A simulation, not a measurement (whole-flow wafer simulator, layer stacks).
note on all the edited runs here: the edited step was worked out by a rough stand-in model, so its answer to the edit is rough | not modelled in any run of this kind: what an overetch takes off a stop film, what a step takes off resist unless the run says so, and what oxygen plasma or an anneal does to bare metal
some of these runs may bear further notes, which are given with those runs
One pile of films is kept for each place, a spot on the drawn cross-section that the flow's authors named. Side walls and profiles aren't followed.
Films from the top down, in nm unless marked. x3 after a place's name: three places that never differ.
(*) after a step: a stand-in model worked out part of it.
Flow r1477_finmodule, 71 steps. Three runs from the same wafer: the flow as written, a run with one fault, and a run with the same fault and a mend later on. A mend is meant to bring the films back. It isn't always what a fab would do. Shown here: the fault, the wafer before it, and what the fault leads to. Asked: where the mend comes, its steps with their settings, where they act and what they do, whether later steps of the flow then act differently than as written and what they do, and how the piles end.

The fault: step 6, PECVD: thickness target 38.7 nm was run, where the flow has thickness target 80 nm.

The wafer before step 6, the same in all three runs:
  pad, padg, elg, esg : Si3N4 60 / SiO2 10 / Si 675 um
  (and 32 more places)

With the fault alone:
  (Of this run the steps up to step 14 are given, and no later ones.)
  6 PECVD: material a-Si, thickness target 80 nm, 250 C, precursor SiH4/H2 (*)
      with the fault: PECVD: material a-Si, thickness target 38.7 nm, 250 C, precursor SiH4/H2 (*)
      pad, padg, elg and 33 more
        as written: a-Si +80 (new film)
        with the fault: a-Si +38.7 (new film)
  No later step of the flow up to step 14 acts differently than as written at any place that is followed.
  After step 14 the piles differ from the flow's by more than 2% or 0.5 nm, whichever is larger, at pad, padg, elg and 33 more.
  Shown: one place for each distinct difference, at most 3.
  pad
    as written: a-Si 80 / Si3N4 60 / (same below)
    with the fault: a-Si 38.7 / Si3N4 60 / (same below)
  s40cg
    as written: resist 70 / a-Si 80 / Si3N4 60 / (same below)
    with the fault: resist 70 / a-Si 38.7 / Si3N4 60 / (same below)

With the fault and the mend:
  The mend comes after step 7.
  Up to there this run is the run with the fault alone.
  7a PECVD: material a-Si, thickness target 41.3 nm, 250 C, precursor SiH4/H2 (*) (the flow's step 6 once more, with other settings)
      pad, padg, elg and 33 more
        a-Si +41.3
  No later step of the flow acts differently than as written at any place that is followed.
  At the end the piles are the same as the flow's at every place that both follow.
